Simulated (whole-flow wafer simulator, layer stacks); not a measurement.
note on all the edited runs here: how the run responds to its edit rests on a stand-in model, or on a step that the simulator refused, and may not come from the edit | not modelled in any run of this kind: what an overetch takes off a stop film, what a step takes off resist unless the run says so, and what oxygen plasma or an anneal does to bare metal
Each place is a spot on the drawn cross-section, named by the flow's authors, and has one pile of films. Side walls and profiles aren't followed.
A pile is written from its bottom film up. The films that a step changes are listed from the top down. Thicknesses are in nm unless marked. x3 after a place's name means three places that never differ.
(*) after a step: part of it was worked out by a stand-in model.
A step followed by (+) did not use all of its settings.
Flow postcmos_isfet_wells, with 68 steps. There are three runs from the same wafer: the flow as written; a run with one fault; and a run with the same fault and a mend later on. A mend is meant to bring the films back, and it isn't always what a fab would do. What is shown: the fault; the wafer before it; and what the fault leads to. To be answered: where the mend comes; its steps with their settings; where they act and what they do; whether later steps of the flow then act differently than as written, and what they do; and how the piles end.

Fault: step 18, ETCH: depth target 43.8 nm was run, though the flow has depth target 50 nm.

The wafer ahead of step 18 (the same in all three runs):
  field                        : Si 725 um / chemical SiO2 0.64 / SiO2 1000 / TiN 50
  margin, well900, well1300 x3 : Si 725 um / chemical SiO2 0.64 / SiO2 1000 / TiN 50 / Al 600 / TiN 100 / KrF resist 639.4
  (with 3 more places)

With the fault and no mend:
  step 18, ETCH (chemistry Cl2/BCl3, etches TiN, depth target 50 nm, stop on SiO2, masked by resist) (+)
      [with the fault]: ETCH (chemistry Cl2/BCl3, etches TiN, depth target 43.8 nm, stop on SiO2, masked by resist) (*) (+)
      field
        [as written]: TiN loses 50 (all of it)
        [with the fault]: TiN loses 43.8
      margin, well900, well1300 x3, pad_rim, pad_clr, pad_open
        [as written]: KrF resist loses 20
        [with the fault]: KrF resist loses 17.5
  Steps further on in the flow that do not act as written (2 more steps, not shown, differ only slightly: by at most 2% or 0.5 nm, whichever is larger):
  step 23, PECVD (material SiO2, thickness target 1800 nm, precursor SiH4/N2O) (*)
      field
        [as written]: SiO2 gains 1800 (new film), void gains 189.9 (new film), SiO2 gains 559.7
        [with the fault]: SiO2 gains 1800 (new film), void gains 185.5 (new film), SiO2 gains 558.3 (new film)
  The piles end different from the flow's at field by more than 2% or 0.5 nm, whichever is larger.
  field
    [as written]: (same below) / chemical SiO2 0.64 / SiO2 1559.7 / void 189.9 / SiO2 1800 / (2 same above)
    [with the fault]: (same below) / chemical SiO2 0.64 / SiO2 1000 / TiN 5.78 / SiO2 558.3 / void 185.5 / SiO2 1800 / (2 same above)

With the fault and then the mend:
  The mend stands after step 18.
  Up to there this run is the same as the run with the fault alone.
  step 18a, ETCH (chemistry Cl2/BCl3, etches TiN, depth target 6.2 nm, stop on SiO2, masked by resist) (the flow's step 18, run once more with other settings)
      margin, well900, well1300 x3, pad_rim, pad_clr, pad_open
        KrF resist loses 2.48
      field
        TiN loses 6.2 (all of it)
  Later steps of the flow that are run all act as written at every place that is followed.
  By the end, the piles equal the flow's at every place that both follow.
